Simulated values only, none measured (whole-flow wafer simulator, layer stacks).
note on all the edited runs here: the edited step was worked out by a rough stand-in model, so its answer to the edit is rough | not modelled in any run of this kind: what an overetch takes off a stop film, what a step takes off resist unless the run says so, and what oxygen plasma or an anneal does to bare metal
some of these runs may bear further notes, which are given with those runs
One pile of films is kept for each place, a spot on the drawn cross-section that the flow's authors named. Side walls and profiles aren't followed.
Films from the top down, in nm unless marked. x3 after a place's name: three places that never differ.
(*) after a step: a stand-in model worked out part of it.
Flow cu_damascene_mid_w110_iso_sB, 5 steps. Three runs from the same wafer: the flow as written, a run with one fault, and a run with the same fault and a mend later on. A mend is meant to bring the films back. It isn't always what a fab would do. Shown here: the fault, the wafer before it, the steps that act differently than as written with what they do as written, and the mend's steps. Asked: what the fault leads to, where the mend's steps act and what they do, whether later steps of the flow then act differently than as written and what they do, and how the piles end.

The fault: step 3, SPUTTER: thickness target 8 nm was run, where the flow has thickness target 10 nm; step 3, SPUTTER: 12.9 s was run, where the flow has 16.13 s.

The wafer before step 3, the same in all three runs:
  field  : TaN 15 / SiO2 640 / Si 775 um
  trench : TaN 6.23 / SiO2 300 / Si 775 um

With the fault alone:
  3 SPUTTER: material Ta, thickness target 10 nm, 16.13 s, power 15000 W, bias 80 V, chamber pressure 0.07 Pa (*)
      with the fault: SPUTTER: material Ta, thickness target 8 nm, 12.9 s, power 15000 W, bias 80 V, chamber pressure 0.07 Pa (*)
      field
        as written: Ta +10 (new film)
        with the fault: Ta +8 (new film)
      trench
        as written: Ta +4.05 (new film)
        with the fault: Ta +3.24 (new film)
  No later step of the flow acts differently than as written, at any place that is followed, by more than 2% or 0.5 nm, whichever is larger.
  At the end the piles differ from the flow's by more than 2% or 0.5 nm, whichever is larger, at field, trench.
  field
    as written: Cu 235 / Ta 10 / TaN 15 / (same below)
    with the fault: Cu 235 / Ta 8 / TaN 15 / (same below)
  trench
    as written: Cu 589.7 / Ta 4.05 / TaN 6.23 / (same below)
    with the fault: Cu 588.5 / Ta 3.24 / TaN 6.23 / (same below)

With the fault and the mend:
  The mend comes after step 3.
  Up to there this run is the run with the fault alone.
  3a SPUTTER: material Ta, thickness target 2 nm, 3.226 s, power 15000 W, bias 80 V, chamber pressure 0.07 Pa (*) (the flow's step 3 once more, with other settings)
      field
        Ta +2
      trench
        Ta +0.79
  No later step of the flow acts differently than as written at any place that is followed.
  At the end the piles differ from the flow's only slightly at the places that both follow, by at most 2% or 0.5 nm, whichever is larger.
